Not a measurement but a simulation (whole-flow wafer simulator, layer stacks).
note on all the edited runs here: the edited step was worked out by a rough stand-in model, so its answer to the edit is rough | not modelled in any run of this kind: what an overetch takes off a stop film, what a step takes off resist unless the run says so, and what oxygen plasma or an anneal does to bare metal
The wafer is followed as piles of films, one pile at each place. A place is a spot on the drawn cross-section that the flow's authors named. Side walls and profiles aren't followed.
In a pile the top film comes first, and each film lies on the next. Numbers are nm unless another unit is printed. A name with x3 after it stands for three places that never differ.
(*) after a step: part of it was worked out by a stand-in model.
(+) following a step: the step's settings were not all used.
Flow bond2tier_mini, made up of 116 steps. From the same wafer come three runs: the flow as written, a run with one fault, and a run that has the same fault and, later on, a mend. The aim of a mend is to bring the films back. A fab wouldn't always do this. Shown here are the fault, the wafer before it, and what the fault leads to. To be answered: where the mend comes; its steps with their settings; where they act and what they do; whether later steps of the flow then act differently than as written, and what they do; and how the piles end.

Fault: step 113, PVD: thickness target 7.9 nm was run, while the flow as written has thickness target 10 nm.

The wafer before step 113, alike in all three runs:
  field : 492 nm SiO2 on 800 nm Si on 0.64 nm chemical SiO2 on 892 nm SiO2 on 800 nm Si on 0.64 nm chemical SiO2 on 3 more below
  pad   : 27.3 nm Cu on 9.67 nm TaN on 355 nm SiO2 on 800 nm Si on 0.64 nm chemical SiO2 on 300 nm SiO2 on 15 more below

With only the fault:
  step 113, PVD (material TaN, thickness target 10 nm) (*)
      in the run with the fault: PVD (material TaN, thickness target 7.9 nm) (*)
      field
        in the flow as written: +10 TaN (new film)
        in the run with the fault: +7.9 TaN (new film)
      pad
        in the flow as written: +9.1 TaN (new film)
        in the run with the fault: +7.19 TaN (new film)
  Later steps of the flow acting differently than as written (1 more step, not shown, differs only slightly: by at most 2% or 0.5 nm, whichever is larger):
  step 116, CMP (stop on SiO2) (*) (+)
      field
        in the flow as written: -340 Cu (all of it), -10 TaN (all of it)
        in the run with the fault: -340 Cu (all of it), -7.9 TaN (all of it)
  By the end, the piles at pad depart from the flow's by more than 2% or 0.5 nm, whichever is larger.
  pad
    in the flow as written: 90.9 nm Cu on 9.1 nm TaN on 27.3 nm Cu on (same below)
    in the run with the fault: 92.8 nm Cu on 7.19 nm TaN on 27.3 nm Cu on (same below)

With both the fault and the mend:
  The mend stands after step 113.
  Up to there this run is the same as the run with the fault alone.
  step 113a, PVD (material TaN, thickness target 2.1 nm) (*) (the flow's step 113 again, with other settings)
      field
        +2.1 TaN
      pad
        +1.91 TaN
  Every later step of the flow that is run acts as written at every place that is followed.
  At every place that both follow, the piles at the end match the flow's.
